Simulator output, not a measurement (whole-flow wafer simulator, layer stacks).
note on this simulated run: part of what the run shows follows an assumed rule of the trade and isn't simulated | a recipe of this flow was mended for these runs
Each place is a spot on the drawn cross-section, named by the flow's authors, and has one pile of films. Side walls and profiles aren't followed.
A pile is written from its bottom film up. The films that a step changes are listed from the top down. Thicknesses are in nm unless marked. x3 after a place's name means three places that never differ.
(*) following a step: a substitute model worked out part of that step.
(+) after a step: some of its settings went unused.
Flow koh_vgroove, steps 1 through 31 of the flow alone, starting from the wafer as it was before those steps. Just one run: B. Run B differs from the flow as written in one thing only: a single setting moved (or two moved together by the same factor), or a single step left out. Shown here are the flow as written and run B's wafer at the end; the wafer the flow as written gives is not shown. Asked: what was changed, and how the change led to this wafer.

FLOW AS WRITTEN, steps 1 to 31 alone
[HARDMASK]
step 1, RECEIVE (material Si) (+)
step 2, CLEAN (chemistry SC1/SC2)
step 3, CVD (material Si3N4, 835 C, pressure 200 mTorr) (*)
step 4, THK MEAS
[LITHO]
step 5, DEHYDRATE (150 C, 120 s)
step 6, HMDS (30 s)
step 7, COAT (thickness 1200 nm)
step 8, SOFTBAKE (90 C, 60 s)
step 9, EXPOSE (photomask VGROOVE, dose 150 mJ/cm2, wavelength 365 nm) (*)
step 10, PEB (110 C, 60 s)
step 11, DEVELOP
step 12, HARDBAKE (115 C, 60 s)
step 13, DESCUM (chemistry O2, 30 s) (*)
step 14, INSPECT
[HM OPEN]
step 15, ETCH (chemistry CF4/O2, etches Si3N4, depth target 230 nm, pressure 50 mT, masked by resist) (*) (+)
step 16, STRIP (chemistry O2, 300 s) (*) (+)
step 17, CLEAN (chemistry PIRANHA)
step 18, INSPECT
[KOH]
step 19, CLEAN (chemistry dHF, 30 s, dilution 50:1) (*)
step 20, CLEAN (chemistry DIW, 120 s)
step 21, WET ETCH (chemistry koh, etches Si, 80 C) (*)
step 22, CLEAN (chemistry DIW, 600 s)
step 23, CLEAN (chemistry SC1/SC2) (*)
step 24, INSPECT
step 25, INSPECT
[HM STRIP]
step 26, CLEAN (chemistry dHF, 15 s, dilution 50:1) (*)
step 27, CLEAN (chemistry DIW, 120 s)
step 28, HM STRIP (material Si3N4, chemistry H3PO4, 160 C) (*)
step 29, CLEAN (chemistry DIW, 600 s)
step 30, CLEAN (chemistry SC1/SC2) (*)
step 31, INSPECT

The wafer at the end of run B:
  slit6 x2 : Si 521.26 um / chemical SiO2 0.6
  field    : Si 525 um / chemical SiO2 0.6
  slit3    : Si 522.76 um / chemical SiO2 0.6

The reason: step 3, CVD: pressure 270 mTorr was run, whereas the flow has pressure 200 mTorr.

Step by step, how the change led to this:
  step 3, CVD (material Si3N4, 835 C, pressure 200 mTorr) (*)
      field, slit3, slit2, slit6 x2: +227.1 Si3N4 (new film) (in the flow as written it would be: +200 Si3N4 (new film))
  step 15, ETCH (chemistry CF4/O2, etches Si3N4, depth target 230 nm, pressure 50 mT, masked by resist) (*) (+)
      slit3, slit2, slit6 x2: -227.1 Si3N4 (all of it), -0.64 chemical SiO2 (all of it), -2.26 Si (in the flow as written it would be: -200 Si3N4 (all of it), -0.64 chemical SiO2 (all of it), -29.4 Si)
  step 28, HM STRIP (material Si3N4, chemistry H3PO4, 160 C) (*)
      field: -225.8 Si3N4 (all of it), -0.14 chemical SiO2, -1.4 Si (in the flow as written it would be: -198.7 Si3N4 (all of it), -0.14 chemical SiO2, -2.75 Si)
